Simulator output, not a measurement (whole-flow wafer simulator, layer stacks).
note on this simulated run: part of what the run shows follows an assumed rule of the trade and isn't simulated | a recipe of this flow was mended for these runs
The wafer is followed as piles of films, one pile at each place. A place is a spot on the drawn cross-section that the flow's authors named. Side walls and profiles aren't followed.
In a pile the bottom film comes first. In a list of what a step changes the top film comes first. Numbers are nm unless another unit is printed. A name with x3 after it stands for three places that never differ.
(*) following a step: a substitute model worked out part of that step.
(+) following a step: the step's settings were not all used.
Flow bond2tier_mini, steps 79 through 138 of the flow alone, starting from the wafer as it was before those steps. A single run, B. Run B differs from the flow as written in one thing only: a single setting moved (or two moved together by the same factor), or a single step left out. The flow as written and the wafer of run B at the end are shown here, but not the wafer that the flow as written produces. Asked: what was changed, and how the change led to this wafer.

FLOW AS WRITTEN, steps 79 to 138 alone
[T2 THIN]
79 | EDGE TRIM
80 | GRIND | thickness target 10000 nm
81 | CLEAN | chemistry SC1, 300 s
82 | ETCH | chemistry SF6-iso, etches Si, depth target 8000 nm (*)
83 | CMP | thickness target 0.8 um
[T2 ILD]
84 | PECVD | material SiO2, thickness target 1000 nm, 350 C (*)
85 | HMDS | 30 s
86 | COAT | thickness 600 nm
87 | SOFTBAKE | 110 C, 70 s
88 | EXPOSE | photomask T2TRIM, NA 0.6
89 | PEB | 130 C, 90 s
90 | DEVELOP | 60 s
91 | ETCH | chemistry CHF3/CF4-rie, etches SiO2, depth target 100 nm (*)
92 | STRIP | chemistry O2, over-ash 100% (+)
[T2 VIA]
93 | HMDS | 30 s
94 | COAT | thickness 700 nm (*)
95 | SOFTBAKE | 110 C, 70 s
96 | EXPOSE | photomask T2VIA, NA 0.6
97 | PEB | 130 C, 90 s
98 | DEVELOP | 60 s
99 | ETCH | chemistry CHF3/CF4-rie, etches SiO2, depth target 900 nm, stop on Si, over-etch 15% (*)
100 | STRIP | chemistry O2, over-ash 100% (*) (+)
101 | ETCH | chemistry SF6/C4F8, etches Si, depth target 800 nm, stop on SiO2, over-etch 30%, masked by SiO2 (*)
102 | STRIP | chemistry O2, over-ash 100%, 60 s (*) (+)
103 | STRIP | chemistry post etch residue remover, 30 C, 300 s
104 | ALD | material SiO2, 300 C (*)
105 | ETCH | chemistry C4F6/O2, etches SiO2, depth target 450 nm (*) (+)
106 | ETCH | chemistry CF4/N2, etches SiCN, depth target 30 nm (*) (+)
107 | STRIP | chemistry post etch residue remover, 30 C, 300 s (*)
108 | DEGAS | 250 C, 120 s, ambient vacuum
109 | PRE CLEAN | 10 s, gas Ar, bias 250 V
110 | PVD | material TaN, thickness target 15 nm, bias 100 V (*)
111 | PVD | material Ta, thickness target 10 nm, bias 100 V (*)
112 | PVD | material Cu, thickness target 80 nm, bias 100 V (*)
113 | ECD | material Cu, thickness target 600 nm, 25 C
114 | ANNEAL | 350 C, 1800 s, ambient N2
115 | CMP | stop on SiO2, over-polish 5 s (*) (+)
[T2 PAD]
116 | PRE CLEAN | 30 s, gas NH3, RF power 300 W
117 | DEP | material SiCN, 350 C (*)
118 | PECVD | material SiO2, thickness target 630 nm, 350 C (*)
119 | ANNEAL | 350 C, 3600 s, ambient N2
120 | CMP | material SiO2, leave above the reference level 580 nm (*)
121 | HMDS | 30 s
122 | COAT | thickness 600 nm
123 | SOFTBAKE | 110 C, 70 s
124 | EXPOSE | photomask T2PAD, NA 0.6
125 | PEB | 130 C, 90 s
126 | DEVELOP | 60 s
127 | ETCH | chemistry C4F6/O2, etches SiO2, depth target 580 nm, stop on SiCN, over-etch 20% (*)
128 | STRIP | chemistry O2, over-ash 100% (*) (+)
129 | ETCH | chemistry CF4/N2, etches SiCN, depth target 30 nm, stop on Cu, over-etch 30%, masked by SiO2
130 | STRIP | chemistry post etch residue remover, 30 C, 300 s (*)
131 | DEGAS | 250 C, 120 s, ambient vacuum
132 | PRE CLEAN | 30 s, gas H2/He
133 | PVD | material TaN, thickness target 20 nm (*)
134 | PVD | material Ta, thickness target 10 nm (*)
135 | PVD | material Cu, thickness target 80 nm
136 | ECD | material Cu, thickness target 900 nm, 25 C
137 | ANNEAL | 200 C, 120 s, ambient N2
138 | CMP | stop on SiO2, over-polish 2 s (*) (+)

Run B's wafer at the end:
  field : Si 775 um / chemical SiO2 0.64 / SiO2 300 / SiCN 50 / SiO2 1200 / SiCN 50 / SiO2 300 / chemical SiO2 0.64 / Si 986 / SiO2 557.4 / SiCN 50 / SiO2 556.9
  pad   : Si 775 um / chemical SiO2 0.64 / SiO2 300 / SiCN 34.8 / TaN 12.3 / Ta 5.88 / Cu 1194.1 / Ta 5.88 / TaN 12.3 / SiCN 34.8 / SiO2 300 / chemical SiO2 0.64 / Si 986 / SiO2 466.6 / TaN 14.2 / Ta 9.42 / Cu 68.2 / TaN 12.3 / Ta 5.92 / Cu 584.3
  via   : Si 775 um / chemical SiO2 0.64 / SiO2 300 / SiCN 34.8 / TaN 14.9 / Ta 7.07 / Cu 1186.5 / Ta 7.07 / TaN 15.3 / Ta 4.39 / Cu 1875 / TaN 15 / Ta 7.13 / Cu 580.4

The reason: step 83, CMP: thickness target 0.986 um was run, though the flow has thickness target 0.8 um.

The path from the change to this, step by step:
  83 | CMP | thickness target 0.8 um
      field, pad, via: Si loses 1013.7 (in the flow as written it would be: Si loses 1199.7)
  101 | ETCH | chemistry SF6/C4F8, etches Si, depth target 800 nm, stop on SiO2, over-etch 30%, masked by SiO2 (*)
      via: Si loses 974.8 (all of it), chemical SiO2 loses 0.64 (all of it) (in the flow as written it would be: Si loses 788.8 (all of it), chemical SiO2 loses 0.64 (all of it), SiO2 loses 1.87)
  112 | PVD | material Cu, thickness target 80 nm, bias 100 V (*)
      via: Cu gains 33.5 (new film) (in the flow as written it would be: Cu gains 35 (new film))
  113 | ECD | material Cu, thickness target 600 nm, 25 C
      via: Cu gains 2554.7 (in the flow as written it would be: Cu gains 2367)
